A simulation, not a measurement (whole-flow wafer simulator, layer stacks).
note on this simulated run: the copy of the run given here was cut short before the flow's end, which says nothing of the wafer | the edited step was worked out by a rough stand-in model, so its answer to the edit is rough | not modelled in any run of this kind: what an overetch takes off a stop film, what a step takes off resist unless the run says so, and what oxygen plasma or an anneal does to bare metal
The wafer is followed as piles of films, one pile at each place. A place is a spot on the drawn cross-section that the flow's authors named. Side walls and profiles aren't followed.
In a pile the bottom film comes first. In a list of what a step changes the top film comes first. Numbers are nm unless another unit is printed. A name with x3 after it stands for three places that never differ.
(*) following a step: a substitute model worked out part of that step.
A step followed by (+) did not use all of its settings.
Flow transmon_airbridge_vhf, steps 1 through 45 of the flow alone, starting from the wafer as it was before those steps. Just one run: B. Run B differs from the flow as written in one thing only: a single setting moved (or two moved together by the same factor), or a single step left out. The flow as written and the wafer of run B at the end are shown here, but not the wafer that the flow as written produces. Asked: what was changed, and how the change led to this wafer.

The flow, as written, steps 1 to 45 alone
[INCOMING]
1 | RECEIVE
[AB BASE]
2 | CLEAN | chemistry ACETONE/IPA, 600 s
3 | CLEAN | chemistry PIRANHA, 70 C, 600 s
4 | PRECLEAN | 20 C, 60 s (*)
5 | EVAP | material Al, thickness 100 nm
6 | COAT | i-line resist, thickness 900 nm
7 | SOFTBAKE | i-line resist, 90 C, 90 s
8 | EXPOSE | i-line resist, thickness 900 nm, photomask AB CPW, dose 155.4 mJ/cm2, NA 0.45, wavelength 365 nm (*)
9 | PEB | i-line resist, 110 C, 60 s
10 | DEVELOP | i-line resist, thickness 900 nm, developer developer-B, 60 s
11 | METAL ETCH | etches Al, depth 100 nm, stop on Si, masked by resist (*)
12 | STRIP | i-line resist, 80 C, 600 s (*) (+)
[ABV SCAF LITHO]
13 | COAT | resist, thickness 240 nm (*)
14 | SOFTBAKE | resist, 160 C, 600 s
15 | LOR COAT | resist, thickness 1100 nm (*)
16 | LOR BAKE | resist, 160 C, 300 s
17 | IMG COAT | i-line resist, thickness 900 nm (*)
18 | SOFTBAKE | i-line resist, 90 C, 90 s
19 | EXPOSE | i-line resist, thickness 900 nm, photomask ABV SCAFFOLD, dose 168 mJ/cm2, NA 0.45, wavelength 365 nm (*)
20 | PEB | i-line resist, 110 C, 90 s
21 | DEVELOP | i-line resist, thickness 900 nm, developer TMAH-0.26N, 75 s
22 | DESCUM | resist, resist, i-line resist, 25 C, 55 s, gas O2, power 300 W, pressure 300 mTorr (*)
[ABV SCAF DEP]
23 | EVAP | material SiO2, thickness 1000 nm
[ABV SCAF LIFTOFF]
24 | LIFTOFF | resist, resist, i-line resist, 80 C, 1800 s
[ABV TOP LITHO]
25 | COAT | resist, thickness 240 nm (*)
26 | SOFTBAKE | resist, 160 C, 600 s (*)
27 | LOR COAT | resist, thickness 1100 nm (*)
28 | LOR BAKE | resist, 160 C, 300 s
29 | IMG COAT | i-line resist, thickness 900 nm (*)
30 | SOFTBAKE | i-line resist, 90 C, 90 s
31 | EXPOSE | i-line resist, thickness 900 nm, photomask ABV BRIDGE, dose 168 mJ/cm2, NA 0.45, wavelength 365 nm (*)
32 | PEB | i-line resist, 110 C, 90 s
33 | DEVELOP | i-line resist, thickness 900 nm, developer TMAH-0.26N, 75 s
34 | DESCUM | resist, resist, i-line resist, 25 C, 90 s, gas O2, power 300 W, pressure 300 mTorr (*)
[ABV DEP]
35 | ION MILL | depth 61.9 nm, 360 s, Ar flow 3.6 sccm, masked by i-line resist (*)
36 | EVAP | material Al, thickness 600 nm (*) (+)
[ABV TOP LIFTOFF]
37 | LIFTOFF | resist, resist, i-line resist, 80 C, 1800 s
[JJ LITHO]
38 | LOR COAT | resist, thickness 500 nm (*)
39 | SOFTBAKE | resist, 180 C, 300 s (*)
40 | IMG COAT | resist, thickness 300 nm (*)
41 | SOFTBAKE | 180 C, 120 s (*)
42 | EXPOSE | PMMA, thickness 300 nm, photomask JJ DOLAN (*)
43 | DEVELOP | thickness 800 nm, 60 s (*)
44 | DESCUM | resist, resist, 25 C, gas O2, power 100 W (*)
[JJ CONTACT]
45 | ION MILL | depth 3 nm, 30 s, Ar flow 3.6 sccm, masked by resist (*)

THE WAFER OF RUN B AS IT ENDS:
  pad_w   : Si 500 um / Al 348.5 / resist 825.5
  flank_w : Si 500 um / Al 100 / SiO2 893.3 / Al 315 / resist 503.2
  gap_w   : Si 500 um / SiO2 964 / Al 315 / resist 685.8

Cause: step 36, EVAP: thickness 315 nm was run, whereas the flow has thickness 600 nm.
The wafer lets one read it off: flank_w has Al 315, and step 36 as written asks for 600 nm.

The path from the change to this, step by step:
  36 | EVAP | material Al, thickness 600 nm (*) (+)
      field x3, jj_line, ground_far and 10 more: Al gains 315 (new film) (as written it would have been: Al gains 600 (new film))
      pad_w, pad_e: Al gains 310.4 (as written it would have been: Al gains 591.2)
  37 | LIFTOFF | resist, resist, i-line resist, 80 C, 1800 s
      field x3, jj_line, trace_open_s x2: Al loses 315 (all of it), i-line resist loses 600 (all of it), resist loses 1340 (all of it) (as written it would have been: Al loses 600 (all of it), i-line resist loses 600 (all of it), resist loses 1340 (all of it))
      margin_s, margin_n: Al loses 315 (all of it), i-line resist loses 318.3 (all of it), resist loses 992 (all of it) (as written it would have been: Al loses 600 (all of it), i-line resist loses 318.3 (all of it), resist loses 992 (all of it))
      (and at 1 other place as well)
  38 | LOR COAT | resist, thickness 500 nm (*)
      pad_w, pad_e: resist gains 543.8 (new film) (as written it would have been: resist gains 517 (new film))
      flank_w, flank_e: resist gains 313.2 (new film) (as written it would have been: resist gains 306.5 (new film))
      (and at 6 other places as well)
  40 | IMG COAT | resist, thickness 300 nm (*)
      pad_w, pad_e: resist gains 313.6 (as written it would have been: resist gains 300.1)
      flank_w, flank_e: resist gains 221.8 (as written it would have been: resist gains 212.1)
      (and at 4 other places as well)
